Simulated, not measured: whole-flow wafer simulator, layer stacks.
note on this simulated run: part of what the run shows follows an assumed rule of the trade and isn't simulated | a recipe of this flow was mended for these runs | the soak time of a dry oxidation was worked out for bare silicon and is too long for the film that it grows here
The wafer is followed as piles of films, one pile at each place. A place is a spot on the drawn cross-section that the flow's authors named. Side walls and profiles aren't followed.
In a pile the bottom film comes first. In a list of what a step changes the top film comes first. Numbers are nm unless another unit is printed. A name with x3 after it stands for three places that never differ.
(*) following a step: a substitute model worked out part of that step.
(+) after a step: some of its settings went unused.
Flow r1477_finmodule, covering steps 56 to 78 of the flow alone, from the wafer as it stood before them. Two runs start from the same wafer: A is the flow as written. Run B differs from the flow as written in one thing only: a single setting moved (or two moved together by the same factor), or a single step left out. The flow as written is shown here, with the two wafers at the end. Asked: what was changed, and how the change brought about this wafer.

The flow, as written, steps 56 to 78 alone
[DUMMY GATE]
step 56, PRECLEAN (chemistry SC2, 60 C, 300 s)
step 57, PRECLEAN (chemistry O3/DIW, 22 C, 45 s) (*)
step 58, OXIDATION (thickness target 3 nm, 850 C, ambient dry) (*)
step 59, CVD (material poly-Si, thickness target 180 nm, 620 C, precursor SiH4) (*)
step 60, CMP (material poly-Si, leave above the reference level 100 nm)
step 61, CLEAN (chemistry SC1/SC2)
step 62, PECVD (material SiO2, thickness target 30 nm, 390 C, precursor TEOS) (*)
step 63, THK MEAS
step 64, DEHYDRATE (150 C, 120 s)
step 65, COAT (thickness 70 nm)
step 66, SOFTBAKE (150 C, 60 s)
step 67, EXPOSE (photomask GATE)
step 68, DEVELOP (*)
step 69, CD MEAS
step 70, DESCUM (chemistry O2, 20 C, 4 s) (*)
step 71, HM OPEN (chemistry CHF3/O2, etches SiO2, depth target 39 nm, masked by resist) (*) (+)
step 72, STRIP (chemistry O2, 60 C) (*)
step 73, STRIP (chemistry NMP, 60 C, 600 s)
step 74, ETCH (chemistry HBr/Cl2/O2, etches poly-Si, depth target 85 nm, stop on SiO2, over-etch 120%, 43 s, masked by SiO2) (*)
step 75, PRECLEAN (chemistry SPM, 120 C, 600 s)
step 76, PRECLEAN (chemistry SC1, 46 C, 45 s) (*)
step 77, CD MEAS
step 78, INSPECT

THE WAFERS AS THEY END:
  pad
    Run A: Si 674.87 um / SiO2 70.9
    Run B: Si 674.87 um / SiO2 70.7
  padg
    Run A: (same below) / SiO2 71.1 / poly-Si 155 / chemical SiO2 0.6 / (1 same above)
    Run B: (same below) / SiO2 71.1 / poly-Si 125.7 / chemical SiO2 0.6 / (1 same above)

Cause: step 59, CVD: thickness target 126 nm was run, whereas the flow has thickness target 180 nm.

The path from the change to this, step by step:
  step 59, CVD (material poly-Si, thickness target 180 nm, 620 C, precursor SiH4) (*)
      esg x6, s40cg x3, eso x6, s40co x3: A poly-Si gains 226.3 (new film) | B poly-Si gains 172.3 (new film)
      pad, padg, elg x6, e200lg, elo x6, e200lo: A poly-Si gains 180 (new film) | B poly-Si gains 126 (new film)
      (and at 2 other places as well)
  step 60, CMP (material poly-Si, leave above the reference level 100 nm)
      pad, padg: A poly-Si loses 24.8 | B nothing
      elg x6, esg x6, e200lg, s40cg x3, elo x6, eso x6, e200lo, s40co x3: A poly-Si loses 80 | B poly-Si loses 26
      (and at 2 other places as well)
  step 74, ETCH (chemistry HBr/Cl2/O2, etches poly-Si, depth target 85 nm, stop on SiO2, over-etch 120%, 43 s, masked by SiO2) (*)
      pad: A chemical SiO2 loses 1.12 (all of it), poly-Si loses 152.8 (all of it), SiO2 loses 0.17 | B chemical SiO2 loses 1.12 (all of it), poly-Si loses 123.6 (all of it), SiO2 loses 0.32
